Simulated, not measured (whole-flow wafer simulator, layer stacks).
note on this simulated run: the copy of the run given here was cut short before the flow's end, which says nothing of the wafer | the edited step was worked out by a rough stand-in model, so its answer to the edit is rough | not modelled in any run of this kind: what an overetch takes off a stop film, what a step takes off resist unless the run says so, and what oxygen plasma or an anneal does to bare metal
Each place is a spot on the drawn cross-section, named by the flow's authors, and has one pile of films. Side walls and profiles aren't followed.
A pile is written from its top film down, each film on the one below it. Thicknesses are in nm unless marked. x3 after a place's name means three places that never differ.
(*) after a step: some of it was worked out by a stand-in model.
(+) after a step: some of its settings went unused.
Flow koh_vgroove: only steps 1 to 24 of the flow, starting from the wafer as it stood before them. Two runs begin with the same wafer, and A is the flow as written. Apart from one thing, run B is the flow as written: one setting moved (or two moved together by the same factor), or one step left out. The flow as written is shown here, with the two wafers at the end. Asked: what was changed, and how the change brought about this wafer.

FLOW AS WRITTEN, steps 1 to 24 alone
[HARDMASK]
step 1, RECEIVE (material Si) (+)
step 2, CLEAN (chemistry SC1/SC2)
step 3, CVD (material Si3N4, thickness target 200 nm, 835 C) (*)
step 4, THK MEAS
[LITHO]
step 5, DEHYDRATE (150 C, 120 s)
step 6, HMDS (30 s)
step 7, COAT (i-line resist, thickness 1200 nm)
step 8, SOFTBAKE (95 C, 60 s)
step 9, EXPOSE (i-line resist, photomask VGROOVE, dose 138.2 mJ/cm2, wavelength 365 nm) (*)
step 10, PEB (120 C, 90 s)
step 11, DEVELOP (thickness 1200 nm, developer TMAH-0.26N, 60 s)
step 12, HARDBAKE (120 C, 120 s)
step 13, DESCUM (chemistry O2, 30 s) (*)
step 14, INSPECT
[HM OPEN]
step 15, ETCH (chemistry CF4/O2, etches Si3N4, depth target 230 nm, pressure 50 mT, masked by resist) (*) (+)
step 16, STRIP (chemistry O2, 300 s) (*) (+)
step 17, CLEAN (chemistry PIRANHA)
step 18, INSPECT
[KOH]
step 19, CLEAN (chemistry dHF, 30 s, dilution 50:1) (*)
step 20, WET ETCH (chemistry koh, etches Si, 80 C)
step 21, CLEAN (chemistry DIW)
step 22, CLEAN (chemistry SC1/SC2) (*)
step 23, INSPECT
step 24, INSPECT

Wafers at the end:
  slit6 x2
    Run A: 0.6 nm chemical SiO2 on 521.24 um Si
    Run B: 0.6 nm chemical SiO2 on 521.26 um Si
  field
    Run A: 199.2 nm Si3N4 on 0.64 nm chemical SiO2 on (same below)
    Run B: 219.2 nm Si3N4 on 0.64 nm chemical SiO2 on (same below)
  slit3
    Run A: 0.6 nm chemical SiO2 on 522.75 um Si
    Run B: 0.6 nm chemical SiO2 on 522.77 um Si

What caused this: step 3, CVD: thickness target 220 nm was run, though the flow has thickness target 200 nm.

The path from the change to this, step by step:
  step 3, CVD (material Si3N4, thickness target 200 nm, 835 C) (*)
      field, slit3, slit2, slit6 x2: A Si3N4 gains 200 (new film) | B Si3N4 gains 220 (new film)
  step 15, ETCH (chemistry CF4/O2, etches Si3N4, depth target 230 nm, pressure 50 mT, masked by resist) (*) (+)
      slit3, slit2, slit6 x2: A Si3N4 loses 200 (all of it), chemical SiO2 loses 0.64 (all of it), Si loses 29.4 | B Si3N4 loses 220 (all of it), chemical SiO2 loses 0.64 (all of it), Si loses 9.36
